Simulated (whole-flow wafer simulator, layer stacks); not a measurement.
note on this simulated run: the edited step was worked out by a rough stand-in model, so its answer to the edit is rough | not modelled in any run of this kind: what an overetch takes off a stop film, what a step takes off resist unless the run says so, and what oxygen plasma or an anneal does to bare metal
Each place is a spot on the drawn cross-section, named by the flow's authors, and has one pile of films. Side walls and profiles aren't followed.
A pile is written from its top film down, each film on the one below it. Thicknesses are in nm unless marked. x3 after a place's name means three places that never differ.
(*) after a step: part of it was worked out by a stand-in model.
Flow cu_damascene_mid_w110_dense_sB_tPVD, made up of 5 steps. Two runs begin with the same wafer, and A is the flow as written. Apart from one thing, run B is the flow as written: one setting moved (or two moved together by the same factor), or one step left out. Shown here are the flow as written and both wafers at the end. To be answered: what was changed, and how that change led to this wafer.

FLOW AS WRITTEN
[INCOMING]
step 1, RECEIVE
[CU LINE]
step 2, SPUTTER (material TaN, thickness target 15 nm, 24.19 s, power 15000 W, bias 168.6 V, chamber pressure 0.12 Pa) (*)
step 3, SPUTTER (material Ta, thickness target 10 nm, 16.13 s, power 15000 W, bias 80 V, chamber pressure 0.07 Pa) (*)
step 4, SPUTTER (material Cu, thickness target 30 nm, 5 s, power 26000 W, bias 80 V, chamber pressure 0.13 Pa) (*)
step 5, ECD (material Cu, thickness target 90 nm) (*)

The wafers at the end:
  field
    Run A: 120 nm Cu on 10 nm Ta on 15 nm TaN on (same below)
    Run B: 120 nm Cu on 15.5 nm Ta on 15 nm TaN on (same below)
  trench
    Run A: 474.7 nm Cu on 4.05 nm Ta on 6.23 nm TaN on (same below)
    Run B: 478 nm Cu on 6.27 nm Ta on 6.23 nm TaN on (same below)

The reason: step 3, SPUTTER: thickness target 15.5 nm was run, while the flow as written has thickness target 10 nm; step 3, SPUTTER: 25 s was run, where the flow has 16.13 s.
The wafer itself shows it: field has Ta 15.5, and step 3 as written asks for 10 nm.

Step by step, how the change led to this:
  step 3, SPUTTER (material Ta, thickness target 10 nm, 16.13 s, power 15000 W, bias 80 V, chamber pressure 0.07 Pa) (*)
      field: A +10 Ta (new film) | B +15.5 Ta (new film)
      trench: A +4.05 Ta (new film) | B +6.27 Ta (new film)
